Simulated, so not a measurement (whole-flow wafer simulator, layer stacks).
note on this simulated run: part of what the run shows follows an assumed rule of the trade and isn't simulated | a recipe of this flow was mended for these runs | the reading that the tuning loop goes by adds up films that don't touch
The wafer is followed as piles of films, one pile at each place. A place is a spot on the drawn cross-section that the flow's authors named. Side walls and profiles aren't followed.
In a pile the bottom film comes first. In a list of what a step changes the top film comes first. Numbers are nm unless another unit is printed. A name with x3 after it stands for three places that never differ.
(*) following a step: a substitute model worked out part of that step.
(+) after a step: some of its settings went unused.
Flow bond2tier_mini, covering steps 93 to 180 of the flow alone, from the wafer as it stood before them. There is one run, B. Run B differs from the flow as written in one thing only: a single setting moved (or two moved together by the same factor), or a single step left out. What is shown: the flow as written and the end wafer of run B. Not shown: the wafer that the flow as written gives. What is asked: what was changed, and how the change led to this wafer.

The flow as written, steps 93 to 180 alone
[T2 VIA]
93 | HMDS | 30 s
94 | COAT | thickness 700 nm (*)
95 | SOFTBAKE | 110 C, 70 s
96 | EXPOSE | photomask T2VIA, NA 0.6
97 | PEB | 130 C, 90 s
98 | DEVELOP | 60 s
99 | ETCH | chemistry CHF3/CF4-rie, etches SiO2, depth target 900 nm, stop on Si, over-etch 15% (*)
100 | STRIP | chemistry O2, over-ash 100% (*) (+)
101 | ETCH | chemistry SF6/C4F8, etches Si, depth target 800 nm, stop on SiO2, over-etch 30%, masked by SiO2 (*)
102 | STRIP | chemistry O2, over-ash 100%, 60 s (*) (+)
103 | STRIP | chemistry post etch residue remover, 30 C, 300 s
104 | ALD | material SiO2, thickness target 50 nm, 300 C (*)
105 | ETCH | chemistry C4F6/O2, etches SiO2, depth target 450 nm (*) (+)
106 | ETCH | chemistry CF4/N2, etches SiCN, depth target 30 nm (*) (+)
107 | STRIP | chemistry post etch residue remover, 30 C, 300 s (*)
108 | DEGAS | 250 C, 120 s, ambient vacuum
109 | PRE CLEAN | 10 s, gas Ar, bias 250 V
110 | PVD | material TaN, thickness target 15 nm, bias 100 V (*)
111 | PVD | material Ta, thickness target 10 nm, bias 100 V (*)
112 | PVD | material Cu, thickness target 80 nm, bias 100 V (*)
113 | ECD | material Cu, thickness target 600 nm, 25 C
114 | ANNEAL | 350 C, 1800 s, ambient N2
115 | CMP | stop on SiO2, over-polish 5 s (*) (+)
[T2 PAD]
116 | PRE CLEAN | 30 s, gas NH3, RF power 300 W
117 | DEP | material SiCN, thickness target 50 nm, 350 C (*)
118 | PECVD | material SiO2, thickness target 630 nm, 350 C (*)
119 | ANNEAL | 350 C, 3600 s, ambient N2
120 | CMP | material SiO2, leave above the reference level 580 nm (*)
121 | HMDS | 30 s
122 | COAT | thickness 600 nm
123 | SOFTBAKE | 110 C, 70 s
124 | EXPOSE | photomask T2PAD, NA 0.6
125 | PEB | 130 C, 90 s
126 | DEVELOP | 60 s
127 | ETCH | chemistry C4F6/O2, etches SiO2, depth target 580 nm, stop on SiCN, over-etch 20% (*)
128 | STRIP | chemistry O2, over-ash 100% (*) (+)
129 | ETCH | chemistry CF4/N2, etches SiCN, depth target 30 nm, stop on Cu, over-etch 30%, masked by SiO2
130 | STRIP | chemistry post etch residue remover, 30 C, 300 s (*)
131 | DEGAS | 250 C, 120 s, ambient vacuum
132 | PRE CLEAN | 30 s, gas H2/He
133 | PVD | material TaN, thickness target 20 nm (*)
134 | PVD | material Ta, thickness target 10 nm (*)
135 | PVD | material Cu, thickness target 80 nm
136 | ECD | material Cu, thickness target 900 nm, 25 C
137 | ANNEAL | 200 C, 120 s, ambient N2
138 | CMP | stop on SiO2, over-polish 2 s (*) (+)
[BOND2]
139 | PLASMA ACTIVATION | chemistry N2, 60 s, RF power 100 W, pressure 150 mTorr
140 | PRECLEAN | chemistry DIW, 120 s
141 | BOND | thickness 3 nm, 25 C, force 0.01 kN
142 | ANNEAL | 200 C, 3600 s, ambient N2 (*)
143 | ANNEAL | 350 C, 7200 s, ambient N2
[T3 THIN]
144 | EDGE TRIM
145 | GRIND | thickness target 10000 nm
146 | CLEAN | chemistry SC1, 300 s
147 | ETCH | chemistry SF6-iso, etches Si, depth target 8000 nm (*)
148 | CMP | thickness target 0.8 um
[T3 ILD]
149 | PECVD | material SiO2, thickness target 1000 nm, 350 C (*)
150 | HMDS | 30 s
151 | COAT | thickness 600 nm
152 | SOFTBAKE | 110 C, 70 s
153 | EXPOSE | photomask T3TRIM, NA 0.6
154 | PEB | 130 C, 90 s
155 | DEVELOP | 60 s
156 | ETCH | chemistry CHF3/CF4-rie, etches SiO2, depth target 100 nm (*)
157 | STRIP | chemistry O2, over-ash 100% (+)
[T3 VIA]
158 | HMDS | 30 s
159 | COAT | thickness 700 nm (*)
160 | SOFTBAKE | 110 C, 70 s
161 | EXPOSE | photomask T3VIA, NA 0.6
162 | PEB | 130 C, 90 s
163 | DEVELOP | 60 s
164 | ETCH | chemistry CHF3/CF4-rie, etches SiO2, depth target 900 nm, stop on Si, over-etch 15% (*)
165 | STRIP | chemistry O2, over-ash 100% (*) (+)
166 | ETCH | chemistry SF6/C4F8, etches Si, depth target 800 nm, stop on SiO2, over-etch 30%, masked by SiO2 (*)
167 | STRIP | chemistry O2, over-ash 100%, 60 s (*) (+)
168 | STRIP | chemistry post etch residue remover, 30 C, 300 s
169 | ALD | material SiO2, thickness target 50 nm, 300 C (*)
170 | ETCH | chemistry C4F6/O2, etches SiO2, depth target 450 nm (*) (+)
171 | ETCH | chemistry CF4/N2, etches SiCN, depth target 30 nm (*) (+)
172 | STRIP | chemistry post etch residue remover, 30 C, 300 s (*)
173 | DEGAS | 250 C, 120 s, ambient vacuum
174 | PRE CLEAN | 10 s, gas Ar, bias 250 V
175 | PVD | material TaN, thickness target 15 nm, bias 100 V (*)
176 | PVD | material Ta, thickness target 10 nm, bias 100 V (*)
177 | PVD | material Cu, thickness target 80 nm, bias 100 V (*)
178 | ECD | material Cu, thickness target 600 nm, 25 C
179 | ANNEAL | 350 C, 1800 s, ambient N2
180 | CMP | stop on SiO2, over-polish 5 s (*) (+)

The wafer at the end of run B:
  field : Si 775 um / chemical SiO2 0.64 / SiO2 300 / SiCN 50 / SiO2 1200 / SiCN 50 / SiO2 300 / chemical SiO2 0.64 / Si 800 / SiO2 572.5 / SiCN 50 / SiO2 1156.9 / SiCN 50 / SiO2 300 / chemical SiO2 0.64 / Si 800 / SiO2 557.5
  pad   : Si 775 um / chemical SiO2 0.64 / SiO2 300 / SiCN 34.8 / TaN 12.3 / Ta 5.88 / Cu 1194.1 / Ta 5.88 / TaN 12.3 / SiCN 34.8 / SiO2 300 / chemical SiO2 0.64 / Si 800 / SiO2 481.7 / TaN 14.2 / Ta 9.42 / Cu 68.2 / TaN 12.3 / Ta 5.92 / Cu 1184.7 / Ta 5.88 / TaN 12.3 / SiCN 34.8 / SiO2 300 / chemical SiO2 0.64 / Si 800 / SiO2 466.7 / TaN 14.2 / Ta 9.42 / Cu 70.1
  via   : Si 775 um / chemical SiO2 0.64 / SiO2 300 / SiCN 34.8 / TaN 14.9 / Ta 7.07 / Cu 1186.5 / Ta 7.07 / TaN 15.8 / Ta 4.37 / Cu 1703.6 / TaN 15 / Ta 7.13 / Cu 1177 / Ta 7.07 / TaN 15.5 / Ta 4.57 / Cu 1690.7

The reason: step 104, ALD: thickness target 65 nm was run, while the flow as written has thickness target 50 nm.

The path from the change to this, step by step:
  104 | ALD | material SiO2, thickness target 50 nm, 300 C (*)
      field, pad, via: SiO2 gains 65 (it would be, as written: SiO2 gains 50)
  105 | ETCH | chemistry C4F6/O2, etches SiO2, depth target 450 nm (*) (+)
      via: SiO2 loses 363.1 (all of it), SiCN loses 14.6 (it would be, as written: SiO2 loses 348.1 (all of it), SiCN loses 17.2)
  106 | ETCH | chemistry CF4/N2, etches SiCN, depth target 30 nm (*) (+)
      via: SiCN loses 20.2 (all of it), TaN loses 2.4 (it would be, as written: SiCN loses 17.6 (all of it), TaN loses 3.01)
  112 | PVD | material Cu, thickness target 80 nm, bias 100 V (*)
      via: Cu gains 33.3 (new film) (it would be, as written: Cu gains 35 (new film))
